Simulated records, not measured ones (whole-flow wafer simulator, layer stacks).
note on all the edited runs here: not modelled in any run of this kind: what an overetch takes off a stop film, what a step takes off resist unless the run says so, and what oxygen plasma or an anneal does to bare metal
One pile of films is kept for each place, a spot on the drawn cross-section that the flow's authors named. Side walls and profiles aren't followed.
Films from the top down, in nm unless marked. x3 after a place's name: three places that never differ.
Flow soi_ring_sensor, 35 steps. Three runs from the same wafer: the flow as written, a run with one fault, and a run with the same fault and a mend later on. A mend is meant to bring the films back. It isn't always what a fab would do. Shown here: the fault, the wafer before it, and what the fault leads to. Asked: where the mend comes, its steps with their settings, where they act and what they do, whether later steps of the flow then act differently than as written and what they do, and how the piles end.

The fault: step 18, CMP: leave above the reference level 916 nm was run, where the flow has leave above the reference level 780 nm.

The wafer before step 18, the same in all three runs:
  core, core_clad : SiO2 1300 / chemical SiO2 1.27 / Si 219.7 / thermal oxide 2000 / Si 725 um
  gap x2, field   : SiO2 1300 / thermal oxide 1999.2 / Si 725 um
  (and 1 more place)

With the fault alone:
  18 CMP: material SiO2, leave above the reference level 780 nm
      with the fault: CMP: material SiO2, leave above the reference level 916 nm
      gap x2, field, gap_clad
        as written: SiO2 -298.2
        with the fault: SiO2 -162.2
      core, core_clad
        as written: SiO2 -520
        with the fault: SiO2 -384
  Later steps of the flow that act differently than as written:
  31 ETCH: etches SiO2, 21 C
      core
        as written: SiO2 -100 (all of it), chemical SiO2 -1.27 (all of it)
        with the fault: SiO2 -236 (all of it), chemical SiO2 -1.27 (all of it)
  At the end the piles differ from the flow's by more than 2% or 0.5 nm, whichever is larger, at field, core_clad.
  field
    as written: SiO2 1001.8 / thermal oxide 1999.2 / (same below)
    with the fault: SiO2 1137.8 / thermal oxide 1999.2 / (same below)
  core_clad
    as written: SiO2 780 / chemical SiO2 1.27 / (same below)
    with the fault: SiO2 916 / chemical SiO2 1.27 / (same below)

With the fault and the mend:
  The mend comes after step 19.
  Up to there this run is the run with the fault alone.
  19a CMP: material SiO2, leave above the reference level 780 nm (the flow's step 18 once more)
      core, gap x2, field, core_clad, gap_clad
        SiO2 -136
  No later step of the flow acts differently than as written at any place that is followed.
  At the end the piles are the same as the flow's at every place that both follow.
